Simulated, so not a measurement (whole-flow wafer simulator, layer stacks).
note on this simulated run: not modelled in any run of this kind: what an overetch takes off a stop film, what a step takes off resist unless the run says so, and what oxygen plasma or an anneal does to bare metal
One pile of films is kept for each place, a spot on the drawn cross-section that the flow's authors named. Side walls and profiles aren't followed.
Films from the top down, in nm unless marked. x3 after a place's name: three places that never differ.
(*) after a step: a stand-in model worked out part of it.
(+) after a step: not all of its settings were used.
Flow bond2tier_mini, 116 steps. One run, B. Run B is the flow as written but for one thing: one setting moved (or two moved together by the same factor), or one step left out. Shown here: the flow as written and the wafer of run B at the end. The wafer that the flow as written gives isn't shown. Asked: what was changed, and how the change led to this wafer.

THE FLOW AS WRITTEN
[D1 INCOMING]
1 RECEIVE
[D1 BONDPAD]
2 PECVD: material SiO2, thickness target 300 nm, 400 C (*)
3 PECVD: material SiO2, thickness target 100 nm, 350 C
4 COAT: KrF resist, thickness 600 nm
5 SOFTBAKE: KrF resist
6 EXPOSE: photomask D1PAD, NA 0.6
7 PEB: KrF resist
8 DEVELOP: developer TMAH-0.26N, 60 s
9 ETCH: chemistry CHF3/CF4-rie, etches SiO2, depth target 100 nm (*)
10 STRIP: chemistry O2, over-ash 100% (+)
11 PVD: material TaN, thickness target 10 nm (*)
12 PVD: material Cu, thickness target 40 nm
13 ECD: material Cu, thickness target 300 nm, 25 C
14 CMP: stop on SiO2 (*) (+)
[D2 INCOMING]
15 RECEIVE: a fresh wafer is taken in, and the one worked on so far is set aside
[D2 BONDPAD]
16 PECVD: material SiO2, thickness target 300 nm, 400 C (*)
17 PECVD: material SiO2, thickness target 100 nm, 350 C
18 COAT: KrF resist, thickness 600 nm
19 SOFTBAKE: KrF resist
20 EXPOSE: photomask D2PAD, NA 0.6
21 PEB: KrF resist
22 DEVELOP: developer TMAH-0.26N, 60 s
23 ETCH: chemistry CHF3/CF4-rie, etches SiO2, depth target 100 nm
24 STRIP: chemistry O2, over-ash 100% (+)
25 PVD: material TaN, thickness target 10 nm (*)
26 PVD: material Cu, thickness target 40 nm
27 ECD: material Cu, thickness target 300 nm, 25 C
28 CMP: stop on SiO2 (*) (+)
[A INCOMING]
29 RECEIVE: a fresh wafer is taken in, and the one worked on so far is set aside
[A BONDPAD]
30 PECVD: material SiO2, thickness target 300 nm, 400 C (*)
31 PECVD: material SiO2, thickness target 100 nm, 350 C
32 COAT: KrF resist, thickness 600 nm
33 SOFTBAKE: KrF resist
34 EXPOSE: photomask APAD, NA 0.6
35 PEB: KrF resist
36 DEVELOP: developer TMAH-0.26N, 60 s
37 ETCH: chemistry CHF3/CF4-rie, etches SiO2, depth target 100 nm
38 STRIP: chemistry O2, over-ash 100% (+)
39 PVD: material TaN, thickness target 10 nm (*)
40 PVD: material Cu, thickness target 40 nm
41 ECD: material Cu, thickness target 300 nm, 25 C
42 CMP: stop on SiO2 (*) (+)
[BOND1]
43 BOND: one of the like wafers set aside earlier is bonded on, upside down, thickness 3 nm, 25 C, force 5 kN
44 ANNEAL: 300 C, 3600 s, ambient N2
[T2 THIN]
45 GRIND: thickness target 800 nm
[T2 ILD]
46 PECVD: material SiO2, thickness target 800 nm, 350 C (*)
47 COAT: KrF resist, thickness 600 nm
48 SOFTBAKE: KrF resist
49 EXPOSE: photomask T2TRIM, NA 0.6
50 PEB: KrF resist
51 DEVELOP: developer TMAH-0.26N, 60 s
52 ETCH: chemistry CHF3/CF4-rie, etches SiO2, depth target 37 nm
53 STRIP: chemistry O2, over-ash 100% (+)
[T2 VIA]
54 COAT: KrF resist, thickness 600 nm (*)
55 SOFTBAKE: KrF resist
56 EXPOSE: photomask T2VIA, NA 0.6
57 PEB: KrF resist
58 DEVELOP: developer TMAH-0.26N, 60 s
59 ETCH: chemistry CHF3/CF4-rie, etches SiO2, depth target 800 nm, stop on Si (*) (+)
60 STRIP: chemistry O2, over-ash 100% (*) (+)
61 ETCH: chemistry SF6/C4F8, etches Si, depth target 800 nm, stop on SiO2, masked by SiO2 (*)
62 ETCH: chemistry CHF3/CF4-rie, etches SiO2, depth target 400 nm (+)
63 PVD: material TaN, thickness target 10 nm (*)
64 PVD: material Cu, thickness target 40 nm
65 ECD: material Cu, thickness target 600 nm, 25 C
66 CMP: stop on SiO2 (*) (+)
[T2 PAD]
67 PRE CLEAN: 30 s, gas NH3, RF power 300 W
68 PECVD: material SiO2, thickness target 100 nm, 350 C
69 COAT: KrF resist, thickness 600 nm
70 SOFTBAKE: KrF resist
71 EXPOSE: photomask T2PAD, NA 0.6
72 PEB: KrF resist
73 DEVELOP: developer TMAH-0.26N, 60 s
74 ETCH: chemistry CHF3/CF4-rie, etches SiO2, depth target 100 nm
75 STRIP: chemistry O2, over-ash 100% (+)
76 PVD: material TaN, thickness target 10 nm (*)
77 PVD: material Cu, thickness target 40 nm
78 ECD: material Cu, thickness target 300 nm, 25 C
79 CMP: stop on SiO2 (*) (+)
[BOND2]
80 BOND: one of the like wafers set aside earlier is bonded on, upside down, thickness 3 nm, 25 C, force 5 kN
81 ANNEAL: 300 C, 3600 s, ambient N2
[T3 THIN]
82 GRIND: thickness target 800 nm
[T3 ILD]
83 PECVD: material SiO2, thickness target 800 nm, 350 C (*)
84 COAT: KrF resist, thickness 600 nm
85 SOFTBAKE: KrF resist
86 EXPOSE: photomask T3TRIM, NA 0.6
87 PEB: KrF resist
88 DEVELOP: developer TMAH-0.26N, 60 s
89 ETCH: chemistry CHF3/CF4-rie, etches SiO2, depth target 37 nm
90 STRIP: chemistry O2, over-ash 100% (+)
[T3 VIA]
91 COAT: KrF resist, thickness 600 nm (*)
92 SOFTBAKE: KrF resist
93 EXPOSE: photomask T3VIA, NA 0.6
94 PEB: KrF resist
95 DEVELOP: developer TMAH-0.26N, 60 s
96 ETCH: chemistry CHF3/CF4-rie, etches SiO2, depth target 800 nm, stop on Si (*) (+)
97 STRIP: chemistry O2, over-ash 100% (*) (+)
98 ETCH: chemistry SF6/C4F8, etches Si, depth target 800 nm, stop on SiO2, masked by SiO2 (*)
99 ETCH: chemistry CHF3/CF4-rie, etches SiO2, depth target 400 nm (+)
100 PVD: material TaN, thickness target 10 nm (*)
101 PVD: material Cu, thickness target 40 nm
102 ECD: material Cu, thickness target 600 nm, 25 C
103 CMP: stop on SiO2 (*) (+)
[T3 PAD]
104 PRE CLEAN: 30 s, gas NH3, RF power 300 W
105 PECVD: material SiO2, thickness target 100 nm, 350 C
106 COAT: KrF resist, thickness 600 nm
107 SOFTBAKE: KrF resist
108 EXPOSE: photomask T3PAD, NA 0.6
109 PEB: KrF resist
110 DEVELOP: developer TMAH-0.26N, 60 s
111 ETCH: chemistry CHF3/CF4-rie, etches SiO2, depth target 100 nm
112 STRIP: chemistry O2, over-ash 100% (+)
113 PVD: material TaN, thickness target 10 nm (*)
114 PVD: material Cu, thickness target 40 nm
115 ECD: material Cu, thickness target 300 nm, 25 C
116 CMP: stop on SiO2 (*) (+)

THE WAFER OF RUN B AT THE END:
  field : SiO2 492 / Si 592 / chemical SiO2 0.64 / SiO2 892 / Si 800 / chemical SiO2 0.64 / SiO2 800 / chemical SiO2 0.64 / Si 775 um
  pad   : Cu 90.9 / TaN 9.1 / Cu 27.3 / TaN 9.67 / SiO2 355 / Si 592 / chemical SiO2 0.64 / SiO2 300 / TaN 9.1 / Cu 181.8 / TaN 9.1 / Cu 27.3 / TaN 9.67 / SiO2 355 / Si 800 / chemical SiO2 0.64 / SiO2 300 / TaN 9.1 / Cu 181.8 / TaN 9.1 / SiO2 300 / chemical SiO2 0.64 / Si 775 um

The cause: step 82, GRIND: thickness target 592 nm was run, where the flow has thickness target 800 nm.
It can be read off the wafer: field has Si 592, and step 82 as written asks for 800 nm.

How the change led to this, step by step:
  82 GRIND: thickness target 800 nm
      field, pad: Si -774.41 um (as written it would be: Si -774.2 um)
